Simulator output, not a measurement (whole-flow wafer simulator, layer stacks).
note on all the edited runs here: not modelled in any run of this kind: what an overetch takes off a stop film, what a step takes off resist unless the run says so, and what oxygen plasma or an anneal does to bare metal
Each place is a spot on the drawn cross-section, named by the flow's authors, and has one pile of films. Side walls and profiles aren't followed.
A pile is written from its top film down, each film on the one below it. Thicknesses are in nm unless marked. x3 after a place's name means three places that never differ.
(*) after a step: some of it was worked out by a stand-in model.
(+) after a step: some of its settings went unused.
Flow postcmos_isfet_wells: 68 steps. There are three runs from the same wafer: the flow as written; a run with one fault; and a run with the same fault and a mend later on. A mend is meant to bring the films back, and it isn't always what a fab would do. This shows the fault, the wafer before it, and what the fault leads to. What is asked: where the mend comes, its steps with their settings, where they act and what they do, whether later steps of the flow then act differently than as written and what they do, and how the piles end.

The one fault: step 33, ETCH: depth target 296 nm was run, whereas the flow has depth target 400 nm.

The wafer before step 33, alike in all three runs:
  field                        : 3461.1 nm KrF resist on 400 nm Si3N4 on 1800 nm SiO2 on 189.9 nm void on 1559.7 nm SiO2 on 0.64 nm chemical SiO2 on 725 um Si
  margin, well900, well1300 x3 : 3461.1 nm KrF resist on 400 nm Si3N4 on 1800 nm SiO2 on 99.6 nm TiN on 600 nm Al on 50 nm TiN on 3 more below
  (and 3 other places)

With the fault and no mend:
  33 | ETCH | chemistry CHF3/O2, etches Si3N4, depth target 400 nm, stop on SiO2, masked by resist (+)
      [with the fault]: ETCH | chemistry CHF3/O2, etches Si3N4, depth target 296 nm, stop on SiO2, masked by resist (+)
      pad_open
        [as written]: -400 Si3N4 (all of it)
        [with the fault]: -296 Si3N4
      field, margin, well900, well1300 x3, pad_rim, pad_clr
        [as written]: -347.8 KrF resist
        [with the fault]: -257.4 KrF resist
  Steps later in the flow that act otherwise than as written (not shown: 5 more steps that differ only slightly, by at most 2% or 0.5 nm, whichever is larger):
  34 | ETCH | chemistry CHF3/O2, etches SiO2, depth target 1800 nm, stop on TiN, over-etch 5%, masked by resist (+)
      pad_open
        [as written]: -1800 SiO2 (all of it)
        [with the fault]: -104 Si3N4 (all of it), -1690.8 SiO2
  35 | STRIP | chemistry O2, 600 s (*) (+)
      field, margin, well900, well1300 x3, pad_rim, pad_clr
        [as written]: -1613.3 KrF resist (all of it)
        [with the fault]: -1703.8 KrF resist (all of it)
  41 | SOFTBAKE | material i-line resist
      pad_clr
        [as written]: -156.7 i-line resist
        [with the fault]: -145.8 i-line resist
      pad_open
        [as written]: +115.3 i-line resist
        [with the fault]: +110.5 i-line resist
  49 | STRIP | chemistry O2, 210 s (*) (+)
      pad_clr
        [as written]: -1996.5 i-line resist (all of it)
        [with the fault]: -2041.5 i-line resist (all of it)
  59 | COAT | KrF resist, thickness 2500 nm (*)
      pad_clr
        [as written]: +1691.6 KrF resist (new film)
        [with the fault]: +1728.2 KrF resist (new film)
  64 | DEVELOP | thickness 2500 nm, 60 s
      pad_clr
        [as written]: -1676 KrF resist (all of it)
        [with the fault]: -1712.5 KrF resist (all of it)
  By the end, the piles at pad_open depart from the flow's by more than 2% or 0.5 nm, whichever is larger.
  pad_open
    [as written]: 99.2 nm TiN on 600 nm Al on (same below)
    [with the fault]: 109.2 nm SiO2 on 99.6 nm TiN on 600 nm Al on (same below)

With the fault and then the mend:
  After step 33 comes the mend.
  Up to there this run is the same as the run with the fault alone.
  33a | ETCH | chemistry CHF3/O2, etches Si3N4, depth target 104 nm, stop on SiO2, masked by resist (the flow's step 33 again, with other settings)
      field, margin, well900, well1300 x3, pad_rim, pad_clr
        -90.4 KrF resist
      pad_open
        -104 Si3N4 (all of it)
  None of the later steps of the flow acts differently than as written at any place that is followed.
  The piles end the same as the flow's at every place that both follow.
